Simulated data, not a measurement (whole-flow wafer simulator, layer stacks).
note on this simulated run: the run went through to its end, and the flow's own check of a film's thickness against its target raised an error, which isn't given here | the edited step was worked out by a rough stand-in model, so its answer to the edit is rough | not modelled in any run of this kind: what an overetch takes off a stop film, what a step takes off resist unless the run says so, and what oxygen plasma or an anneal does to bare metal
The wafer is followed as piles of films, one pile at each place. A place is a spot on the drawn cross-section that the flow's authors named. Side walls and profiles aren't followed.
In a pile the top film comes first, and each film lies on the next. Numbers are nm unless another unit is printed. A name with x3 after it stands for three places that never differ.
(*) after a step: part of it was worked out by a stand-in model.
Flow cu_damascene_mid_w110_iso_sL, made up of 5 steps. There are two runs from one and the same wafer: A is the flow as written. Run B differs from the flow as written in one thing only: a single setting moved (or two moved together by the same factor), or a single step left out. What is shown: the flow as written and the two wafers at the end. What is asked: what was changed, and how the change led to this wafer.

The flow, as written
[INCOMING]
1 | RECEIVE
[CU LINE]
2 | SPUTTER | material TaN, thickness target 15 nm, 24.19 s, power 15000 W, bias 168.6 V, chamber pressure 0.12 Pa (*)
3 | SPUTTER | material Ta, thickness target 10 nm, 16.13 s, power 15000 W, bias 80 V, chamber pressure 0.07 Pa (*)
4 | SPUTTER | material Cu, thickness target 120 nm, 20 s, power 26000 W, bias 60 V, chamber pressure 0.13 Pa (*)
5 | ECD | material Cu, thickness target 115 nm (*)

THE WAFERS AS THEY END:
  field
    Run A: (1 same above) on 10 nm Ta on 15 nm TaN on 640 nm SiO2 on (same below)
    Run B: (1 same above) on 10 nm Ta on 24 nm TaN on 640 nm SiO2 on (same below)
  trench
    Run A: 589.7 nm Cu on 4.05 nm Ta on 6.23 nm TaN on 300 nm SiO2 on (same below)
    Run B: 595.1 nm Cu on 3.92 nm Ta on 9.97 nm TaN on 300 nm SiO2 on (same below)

What caused this: step 2, SPUTTER: 38.7 s was run, though the flow has 24.19 s.

How this came from the change, step by step:
  2 | SPUTTER | material TaN, thickness target 15 nm, 24.19 s, power 15000 W, bias 168.6 V, chamber pressure 0.12 Pa (*)
      field: A +15 TaN (new film) | B +24 TaN (new film)
      trench: A +6.23 TaN (new film) | B +9.97 TaN (new film)
  4 | SPUTTER | material Cu, thickness target 120 nm, 20 s, power 26000 W, bias 60 V, chamber pressure 0.13 Pa (*)
      trench: A +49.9 Cu (new film) | B +48.4 Cu (new film)
